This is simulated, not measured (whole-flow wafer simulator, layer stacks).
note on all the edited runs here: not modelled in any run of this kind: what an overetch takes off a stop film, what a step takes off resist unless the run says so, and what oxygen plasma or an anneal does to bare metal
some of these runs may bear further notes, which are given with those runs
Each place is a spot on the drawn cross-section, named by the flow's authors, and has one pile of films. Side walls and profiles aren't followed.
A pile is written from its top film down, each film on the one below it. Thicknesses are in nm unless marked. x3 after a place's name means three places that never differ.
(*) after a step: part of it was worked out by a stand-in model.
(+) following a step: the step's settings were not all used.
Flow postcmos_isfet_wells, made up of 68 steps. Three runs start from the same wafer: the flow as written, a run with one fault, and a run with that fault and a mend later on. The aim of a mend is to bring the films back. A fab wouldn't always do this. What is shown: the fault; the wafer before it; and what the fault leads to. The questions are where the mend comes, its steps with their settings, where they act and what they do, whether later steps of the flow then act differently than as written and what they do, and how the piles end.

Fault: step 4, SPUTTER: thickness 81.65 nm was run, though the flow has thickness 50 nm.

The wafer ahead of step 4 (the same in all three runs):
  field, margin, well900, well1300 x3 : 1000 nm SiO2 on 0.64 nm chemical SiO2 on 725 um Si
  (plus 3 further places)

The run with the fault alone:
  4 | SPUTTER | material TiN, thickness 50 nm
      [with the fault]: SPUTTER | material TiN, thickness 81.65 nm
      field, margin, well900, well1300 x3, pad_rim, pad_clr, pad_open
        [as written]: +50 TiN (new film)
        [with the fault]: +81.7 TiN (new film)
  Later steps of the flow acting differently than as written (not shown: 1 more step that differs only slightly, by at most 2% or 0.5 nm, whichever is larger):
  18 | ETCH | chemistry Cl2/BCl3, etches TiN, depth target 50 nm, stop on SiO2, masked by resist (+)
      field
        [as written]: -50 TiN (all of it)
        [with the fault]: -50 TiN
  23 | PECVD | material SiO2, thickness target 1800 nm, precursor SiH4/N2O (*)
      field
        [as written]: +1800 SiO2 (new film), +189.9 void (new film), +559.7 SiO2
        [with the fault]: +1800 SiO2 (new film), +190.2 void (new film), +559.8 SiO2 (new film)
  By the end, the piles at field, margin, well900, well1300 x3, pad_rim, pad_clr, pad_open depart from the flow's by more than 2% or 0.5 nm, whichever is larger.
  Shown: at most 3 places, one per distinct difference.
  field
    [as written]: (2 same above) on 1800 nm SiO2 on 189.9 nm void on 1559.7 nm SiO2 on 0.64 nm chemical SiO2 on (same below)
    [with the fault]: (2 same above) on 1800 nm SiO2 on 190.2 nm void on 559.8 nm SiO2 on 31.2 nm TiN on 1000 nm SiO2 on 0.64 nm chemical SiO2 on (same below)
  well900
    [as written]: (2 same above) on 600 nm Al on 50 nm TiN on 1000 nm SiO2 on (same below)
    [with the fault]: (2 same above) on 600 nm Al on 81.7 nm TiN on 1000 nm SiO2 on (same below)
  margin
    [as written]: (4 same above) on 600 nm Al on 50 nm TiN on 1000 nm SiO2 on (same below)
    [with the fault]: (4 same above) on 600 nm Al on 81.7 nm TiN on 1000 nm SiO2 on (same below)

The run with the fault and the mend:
  After step 4 comes the mend.
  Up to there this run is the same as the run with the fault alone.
  4a | ETCH | chemistry peroxide tin strip, depth target 31.65 nm
      field, margin, well900, well1300 x3, pad_rim, pad_clr, pad_open
        -31.7 TiN
  None of the later steps of the flow acts differently than as written at any place that is followed.
  The piles end the same as the flow's at every place that both follow.
